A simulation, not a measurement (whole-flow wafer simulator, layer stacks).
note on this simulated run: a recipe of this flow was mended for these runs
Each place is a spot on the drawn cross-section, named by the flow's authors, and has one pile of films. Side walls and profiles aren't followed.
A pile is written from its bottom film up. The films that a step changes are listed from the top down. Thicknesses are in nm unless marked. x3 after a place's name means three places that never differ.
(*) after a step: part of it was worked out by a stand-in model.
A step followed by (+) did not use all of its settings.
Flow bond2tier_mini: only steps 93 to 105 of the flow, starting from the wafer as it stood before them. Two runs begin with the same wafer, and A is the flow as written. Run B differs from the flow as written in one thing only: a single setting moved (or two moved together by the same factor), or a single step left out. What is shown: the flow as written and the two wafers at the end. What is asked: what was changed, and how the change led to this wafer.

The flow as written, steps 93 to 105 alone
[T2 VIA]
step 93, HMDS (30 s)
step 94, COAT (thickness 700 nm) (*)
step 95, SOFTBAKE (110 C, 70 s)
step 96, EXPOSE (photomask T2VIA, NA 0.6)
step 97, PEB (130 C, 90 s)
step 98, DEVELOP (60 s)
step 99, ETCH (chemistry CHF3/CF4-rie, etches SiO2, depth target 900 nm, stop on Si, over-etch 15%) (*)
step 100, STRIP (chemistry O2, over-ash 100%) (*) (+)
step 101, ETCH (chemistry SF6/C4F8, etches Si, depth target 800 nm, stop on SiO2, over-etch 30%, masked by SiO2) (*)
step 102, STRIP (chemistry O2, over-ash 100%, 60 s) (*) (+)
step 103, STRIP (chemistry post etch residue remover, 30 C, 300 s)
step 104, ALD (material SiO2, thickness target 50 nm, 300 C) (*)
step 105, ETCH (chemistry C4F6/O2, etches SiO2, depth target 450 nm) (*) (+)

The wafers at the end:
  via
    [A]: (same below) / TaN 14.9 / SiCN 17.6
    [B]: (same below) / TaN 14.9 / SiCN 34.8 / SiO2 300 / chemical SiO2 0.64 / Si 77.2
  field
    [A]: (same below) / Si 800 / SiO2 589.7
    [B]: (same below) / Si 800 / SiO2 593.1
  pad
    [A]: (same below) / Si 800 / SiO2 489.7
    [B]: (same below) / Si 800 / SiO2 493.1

What caused this: step 101, ETCH: depth target 532 nm was run, whereas the flow has depth target 800 nm.

The path from the change to this, step by step:
  step 101, ETCH (chemistry SF6/C4F8, etches Si, depth target 800 nm, stop on SiO2, over-etch 30%, masked by SiO2) (*)
      via: A Si loses 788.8 (all of it), chemical SiO2 loses 0.64 (all of it), SiO2 loses 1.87 | B Si loses 691.6
      field, pad: A SiO2 loses 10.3 | B SiO2 loses 6.92
  step 104, ALD (material SiO2, thickness target 50 nm, 300 C) (*)
      via: A SiO2 gains 50 | B SiO2 gains 50 (new film)
  step 105, ETCH (chemistry C4F6/O2, etches SiO2, depth target 450 nm) (*) (+)
      via: A SiO2 loses 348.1 (all of it), SiCN loses 17.2 | B SiO2 loses 50 (all of it), Si loses 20
